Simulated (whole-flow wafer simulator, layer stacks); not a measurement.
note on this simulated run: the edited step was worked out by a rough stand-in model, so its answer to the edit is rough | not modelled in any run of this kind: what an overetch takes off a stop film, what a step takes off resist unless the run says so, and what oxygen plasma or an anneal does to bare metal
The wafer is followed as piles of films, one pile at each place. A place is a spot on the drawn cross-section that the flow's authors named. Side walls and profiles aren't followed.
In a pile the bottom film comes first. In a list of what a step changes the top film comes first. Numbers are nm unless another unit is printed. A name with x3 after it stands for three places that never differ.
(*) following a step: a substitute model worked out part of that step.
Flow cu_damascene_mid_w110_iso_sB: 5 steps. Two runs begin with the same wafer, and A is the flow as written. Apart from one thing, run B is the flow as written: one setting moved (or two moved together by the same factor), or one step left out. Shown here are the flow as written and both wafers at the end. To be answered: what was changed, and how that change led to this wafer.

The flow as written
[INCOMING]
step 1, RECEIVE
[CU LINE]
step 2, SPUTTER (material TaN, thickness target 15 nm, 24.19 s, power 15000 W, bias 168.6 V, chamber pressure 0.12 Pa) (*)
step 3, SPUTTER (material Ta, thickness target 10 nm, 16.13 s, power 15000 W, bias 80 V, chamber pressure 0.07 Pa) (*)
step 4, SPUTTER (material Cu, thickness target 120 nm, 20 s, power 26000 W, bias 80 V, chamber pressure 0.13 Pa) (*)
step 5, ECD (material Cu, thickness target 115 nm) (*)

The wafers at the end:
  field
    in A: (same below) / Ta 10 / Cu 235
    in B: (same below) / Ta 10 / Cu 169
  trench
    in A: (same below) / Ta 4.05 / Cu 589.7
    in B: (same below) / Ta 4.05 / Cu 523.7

What caused this: step 4, SPUTTER: thickness target 54 nm was run, though the flow has thickness target 120 nm; step 4, SPUTTER: 9 s was run, where the flow has 20 s.

How this came from the change, step by step:
  step 4, SPUTTER (material Cu, thickness target 120 nm, 20 s, power 26000 W, bias 80 V, chamber pressure 0.13 Pa) (*)
      field: A +120 Cu (new film) | B +54 Cu (new film)
      trench: A +49.9 Cu (new film) | B +22.5 Cu (new film)
  step 5, ECD (material Cu, thickness target 115 nm) (*)
      trench: A +539.8 Cu | B +501.3 Cu
